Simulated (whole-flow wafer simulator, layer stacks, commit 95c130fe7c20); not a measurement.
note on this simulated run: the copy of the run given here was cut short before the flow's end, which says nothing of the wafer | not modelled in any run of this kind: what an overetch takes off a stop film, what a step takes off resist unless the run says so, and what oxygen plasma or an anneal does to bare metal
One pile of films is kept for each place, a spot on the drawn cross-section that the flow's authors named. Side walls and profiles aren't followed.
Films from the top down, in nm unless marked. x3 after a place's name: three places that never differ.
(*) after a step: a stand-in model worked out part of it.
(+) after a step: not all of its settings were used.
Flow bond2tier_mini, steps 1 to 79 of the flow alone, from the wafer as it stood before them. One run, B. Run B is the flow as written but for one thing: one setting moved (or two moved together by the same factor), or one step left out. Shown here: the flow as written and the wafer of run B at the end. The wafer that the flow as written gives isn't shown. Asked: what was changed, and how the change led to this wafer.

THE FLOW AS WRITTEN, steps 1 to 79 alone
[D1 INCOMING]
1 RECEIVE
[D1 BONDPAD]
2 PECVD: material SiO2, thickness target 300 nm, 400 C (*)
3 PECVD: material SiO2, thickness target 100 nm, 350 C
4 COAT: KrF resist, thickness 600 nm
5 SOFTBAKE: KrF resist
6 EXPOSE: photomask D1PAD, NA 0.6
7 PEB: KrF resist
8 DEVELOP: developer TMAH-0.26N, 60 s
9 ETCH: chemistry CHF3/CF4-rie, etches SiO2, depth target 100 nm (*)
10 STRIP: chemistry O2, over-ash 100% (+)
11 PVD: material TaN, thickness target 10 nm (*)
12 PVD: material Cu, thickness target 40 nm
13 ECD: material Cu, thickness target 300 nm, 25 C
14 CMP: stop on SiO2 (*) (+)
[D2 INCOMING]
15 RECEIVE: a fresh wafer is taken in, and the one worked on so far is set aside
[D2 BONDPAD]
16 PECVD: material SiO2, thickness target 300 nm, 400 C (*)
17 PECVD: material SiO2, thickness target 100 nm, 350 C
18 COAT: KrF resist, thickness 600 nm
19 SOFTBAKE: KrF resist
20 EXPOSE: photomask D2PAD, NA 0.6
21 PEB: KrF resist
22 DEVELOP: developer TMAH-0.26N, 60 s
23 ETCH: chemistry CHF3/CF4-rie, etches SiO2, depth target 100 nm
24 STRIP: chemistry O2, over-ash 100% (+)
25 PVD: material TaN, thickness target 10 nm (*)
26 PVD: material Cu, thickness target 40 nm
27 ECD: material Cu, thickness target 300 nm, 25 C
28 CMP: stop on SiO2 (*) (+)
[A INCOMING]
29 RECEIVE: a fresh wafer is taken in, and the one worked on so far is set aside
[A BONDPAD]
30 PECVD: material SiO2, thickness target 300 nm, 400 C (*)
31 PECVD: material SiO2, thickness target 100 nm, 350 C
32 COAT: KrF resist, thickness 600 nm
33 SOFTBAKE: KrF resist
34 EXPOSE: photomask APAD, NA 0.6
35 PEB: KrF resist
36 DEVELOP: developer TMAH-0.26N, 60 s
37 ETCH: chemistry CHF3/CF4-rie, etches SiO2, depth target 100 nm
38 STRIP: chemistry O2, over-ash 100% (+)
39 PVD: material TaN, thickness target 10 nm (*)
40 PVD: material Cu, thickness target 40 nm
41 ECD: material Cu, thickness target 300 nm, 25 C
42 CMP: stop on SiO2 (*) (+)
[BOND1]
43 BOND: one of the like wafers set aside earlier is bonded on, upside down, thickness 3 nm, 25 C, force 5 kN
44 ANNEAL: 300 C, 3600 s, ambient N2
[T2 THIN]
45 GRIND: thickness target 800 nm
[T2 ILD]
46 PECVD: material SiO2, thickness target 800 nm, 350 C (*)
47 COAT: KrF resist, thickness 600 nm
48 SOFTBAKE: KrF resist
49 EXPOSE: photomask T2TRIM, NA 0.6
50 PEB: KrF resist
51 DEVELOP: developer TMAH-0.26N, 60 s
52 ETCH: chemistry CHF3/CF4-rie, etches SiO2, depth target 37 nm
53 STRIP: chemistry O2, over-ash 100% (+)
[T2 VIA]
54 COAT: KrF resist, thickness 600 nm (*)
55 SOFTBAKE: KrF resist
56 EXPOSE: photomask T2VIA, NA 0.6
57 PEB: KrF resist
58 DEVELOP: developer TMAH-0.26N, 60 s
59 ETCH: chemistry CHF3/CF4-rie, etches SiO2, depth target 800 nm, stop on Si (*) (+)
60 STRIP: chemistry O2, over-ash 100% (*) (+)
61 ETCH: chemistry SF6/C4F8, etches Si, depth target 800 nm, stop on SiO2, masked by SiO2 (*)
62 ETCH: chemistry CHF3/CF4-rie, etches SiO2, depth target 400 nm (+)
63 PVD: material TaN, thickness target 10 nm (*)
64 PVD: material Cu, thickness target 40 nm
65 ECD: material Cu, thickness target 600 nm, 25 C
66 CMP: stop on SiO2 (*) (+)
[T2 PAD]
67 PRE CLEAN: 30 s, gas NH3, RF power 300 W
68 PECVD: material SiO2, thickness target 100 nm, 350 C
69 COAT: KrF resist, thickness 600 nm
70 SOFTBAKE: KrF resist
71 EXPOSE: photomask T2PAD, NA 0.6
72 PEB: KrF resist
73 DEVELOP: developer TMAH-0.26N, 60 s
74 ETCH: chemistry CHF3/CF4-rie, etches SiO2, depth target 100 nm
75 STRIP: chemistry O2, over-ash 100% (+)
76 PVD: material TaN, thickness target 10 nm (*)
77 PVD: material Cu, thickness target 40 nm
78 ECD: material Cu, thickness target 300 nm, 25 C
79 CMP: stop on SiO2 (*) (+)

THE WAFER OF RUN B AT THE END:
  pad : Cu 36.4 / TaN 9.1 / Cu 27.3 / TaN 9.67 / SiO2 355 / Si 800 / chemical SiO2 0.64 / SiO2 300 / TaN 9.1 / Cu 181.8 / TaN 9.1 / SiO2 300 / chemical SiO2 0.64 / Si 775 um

The cause: step 78, ECD: material Cu, thickness target 300 nm, 25 C, was left out.

How the change led to this, step by step:
  79 CMP: stop on SiO2 (*) (+)
      pad: nothing (as written it would be: Cu -350)
      field: Cu -40 (all of it), TaN -10 (all of it) (as written it would be: Cu -340 (all of it), TaN -10 (all of it))
